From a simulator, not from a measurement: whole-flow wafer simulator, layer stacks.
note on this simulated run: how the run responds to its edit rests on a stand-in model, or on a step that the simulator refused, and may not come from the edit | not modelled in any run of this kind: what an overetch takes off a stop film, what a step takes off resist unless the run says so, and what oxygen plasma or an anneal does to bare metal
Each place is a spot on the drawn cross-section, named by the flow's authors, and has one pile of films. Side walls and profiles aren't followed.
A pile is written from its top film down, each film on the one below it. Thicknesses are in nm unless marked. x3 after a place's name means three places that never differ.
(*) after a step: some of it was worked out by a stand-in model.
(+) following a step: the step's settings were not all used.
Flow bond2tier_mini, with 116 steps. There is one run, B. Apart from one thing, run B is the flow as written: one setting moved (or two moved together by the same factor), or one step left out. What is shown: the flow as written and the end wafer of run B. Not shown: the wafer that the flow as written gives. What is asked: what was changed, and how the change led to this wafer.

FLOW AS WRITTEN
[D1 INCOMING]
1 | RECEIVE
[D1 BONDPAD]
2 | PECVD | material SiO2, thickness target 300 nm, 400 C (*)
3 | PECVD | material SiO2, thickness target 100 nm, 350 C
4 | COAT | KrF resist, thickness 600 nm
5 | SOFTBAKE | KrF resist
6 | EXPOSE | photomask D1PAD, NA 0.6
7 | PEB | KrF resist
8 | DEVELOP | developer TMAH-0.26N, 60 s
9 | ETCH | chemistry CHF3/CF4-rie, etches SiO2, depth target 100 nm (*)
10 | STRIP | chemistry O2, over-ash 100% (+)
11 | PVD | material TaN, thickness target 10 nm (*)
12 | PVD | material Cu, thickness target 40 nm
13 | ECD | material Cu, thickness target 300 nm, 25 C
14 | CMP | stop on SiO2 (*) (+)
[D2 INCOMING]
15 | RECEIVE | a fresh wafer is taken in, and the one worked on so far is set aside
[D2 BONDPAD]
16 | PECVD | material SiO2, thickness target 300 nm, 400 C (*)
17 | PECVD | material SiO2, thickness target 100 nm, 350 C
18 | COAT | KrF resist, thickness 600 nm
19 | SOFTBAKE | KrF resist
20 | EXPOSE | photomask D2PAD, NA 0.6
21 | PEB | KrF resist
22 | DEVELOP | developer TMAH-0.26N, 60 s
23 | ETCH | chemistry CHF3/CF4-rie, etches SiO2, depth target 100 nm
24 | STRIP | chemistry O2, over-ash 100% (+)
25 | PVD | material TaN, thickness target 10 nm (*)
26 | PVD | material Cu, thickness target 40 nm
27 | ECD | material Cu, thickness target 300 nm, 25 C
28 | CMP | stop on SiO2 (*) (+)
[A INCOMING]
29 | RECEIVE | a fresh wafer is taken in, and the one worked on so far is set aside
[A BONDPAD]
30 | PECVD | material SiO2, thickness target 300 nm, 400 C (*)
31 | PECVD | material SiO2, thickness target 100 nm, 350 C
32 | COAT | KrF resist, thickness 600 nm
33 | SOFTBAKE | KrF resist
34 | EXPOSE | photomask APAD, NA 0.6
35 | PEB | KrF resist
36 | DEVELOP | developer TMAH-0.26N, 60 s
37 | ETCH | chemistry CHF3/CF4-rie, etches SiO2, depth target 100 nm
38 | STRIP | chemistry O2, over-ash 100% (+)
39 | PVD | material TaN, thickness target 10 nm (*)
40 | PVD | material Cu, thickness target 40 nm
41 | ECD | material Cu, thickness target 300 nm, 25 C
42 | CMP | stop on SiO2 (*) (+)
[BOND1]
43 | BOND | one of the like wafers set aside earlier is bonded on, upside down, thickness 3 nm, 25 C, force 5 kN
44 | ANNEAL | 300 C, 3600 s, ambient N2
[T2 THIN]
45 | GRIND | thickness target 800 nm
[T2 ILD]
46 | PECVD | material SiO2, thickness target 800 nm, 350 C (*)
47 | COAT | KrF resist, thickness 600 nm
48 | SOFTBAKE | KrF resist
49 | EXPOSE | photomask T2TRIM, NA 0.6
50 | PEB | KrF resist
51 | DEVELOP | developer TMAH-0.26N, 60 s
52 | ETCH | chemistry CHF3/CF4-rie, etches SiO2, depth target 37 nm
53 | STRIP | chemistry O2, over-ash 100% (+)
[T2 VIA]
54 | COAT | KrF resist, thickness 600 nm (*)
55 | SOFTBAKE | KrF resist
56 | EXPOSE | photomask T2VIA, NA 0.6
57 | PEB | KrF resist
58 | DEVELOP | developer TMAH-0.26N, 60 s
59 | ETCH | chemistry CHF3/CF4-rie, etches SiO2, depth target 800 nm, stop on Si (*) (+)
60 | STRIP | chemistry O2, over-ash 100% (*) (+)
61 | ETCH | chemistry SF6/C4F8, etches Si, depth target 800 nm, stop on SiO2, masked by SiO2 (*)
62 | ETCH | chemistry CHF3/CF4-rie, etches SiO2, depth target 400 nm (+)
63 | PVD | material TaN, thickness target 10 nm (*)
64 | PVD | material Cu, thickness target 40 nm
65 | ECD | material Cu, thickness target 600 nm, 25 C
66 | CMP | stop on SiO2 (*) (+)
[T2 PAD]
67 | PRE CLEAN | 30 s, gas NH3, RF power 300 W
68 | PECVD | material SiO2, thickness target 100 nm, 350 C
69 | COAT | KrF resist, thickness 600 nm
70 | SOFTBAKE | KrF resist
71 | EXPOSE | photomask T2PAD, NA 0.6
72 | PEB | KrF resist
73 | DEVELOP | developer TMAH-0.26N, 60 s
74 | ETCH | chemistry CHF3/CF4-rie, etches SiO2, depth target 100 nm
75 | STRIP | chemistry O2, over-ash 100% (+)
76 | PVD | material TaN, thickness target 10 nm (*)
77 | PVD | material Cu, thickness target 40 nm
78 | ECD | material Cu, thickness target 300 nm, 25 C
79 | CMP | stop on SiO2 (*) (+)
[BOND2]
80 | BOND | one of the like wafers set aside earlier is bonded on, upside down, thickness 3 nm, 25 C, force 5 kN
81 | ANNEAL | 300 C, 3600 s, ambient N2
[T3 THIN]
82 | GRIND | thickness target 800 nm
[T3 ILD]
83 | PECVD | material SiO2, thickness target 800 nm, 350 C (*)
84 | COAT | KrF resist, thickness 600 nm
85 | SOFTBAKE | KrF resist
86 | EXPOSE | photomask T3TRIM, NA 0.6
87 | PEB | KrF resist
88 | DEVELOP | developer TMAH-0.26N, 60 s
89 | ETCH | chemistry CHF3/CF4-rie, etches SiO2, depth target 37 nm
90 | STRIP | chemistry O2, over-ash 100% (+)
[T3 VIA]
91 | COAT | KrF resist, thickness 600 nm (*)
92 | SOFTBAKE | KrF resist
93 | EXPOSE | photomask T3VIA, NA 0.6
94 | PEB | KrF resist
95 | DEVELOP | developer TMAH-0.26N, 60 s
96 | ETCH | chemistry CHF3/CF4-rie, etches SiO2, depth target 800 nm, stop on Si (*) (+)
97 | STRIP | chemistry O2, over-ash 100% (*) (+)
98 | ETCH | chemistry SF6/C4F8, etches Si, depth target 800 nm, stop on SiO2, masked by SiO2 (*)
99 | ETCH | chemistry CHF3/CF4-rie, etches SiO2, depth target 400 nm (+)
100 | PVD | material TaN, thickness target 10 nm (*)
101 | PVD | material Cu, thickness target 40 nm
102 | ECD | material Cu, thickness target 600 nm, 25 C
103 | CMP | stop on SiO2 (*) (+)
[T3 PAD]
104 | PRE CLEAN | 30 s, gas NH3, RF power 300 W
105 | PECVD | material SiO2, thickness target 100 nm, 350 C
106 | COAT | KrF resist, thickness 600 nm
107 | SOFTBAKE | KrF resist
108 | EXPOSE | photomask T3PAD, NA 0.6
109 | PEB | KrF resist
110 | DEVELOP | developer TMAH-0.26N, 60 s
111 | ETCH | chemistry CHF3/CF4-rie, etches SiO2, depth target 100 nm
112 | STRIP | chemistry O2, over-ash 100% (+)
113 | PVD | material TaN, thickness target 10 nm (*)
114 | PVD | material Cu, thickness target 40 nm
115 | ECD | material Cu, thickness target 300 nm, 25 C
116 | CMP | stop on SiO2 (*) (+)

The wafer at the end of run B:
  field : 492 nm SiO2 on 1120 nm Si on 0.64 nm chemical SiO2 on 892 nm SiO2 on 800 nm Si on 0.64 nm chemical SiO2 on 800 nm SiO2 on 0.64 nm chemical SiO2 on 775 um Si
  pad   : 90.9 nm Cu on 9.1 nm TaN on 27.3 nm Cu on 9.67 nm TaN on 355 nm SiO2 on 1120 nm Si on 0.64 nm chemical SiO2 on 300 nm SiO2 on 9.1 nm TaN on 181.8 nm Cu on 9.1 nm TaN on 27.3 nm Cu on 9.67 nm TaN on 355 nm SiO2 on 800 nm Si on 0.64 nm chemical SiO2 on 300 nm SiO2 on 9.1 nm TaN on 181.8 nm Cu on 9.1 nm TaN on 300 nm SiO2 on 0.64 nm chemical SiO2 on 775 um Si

What caused this: step 82, GRIND: thickness target 1120 nm was run, whereas the flow has thickness target 800 nm.
The wafer lets one read it off: field has Si 1120, and step 82 as written asks for 800 nm.

The path from the change to this, step by step:
  82 | GRIND | thickness target 800 nm
      field, pad: Si loses 773.88 um (in the flow as written it would be: Si loses 774.2 um)
